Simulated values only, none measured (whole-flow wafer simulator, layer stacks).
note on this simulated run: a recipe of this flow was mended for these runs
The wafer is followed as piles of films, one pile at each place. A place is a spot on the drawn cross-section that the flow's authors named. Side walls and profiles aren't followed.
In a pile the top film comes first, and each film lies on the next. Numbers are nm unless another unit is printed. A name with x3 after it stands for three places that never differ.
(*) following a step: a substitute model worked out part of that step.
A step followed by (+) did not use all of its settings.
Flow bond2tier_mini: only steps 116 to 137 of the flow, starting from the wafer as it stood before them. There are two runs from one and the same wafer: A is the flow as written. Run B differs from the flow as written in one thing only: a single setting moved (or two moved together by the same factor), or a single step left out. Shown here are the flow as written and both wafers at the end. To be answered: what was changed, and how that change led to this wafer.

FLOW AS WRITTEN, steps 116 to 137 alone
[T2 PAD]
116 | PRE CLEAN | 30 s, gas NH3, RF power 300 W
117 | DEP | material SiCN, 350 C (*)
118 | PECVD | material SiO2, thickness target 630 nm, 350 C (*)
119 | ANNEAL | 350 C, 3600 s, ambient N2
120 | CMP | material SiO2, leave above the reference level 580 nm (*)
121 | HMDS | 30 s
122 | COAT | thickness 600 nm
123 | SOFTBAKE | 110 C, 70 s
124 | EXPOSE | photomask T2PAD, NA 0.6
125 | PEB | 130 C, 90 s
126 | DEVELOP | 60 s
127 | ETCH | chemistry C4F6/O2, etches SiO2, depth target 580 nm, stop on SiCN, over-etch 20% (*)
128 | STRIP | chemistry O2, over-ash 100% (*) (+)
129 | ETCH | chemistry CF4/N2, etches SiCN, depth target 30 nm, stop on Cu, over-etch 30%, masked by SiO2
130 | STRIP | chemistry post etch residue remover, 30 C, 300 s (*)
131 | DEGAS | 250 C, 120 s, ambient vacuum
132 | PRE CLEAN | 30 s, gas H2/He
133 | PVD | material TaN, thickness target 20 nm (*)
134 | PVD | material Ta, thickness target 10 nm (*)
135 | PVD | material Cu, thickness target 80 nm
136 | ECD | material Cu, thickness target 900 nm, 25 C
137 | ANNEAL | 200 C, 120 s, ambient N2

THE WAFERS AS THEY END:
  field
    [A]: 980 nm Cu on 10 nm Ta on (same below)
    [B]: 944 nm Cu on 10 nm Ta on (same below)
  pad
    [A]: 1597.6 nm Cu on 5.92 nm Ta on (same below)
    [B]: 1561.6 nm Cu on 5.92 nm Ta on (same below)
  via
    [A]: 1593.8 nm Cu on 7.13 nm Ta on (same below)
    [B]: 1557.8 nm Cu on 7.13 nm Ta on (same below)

Cause: step 135, PVD: thickness target 44 nm was run, whereas the flow has thickness target 80 nm.

The path from the change to this, step by step:
  135 | PVD | material Cu, thickness target 80 nm
      field: A Cu gains 80 (new film) | B Cu gains 44 (new film)
      pad: A Cu gains 48.7 (new film) | B Cu gains 26.9 (new film)
      (as well as at 1 more place)
